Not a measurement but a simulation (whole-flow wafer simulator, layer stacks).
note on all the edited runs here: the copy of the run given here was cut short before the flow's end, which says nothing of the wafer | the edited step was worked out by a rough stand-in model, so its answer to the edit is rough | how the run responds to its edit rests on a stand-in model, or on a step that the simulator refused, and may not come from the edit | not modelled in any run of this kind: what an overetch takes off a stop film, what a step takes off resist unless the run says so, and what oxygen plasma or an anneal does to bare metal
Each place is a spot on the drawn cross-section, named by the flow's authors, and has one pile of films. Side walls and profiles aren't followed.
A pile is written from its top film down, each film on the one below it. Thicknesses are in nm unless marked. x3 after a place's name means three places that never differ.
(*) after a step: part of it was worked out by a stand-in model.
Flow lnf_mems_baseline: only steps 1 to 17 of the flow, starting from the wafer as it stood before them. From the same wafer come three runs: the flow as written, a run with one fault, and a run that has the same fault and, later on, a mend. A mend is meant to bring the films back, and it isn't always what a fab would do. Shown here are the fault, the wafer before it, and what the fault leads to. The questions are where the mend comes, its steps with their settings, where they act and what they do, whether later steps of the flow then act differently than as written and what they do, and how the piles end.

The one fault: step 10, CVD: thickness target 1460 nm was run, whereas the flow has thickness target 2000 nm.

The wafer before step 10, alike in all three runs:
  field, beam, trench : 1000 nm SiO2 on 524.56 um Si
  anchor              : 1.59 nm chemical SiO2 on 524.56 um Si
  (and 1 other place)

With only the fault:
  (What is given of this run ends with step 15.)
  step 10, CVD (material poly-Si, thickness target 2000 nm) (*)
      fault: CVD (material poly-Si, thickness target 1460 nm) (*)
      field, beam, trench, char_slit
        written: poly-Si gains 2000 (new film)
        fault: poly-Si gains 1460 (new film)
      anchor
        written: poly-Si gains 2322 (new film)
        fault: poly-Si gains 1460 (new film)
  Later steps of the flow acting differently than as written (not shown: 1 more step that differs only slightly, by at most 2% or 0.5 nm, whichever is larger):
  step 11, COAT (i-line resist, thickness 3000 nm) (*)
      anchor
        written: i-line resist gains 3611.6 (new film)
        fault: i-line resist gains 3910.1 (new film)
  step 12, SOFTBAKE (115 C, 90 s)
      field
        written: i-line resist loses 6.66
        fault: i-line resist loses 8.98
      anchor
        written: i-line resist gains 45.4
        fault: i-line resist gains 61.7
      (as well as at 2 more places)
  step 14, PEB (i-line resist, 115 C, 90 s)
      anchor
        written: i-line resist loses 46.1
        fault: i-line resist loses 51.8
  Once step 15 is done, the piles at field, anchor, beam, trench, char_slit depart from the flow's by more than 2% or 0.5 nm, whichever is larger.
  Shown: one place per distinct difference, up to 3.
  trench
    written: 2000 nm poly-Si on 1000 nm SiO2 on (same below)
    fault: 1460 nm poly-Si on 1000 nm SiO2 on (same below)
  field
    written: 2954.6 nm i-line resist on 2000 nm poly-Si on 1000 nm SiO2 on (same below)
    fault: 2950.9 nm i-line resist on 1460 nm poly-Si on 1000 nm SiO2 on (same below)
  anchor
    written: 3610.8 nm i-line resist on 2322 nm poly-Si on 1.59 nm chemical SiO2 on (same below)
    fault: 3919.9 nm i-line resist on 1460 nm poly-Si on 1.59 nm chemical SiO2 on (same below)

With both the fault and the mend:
  The mend stands after step 10.
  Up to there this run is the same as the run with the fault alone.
  step 10a, ETCH (chemistry tmah, depth target 1881 nm)
      field, anchor, beam, trench, char_slit
        poly-Si loses 1460 (all of it)
  step 10b, CLEAN (chemistry SC1/SC2) (the flow's step 1 again)
      leaves every film unchanged at each place that is followed
  step 10c, CVD (material poly-Si, thickness target 2000 nm) (*) (the flow's step 10 again)
      field, beam, trench, char_slit
        poly-Si gains 2000 (new film)
      anchor
        poly-Si gains 2322 (new film)
  Later steps of the flow that are run all act as written at every place that is followed.
  At every place that both follow, the piles at the end match the flow's.
